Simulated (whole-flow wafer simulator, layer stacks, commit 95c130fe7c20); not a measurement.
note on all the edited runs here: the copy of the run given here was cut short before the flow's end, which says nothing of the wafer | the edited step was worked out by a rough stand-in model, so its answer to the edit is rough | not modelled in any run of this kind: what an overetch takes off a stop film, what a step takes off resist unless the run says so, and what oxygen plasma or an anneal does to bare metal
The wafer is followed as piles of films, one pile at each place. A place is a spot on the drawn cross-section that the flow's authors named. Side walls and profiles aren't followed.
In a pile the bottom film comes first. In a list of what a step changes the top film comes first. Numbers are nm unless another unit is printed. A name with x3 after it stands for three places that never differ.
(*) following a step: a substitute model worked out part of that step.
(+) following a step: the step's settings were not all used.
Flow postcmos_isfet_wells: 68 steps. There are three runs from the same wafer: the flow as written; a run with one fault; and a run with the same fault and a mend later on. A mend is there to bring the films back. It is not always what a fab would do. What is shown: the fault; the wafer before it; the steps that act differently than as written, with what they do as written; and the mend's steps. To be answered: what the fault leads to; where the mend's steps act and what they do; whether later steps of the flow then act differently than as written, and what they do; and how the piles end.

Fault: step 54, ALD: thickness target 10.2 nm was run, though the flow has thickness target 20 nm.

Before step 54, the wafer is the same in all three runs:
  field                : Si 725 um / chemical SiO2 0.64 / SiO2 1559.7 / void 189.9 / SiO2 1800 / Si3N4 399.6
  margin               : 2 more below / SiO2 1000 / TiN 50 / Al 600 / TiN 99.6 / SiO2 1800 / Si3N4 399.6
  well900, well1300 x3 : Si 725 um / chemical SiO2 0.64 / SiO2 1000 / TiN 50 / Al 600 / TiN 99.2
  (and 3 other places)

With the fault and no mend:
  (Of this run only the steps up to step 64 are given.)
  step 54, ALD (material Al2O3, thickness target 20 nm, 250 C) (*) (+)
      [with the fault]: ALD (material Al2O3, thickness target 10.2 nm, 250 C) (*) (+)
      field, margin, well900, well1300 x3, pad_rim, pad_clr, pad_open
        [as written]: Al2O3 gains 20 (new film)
        [with the fault]: Al2O3 gains 10.2 (new film)
  Later steps of the flow up to step 64 that are run all act as written at every place that is followed, up to a difference of at most 2% or 0.5 nm, whichever is larger.
  The piles after step 64 differ from the flow's at field, margin, pad_rim, pad_clr, pad_open by more than 2% or 0.5 nm, whichever is larger.
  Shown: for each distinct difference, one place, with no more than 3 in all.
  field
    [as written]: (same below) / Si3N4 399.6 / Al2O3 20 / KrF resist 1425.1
    [with the fault]: (same below) / Si3N4 399.6 / Al2O3 10.2 / KrF resist 1400.9
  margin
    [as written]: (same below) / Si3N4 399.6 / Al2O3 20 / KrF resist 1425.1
    [with the fault]: (same below) / Si3N4 399.6 / Al2O3 10.2 / KrF resist 1400.8
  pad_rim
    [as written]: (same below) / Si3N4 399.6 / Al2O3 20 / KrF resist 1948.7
    [with the fault]: (same below) / Si3N4 399.6 / Al2O3 10.2 / KrF resist 1947.9

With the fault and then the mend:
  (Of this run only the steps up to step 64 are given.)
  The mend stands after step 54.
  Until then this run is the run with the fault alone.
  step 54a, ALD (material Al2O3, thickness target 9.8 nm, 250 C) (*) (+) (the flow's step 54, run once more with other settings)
      field, margin, well900, well1300 x3, pad_rim, pad_clr, pad_open
        Al2O3 gains 9.8
  Later steps of the flow up to step 64 that are run all act as written at every place that is followed.
  The piles after step 64 are the same as the flow's at every place that both follow.
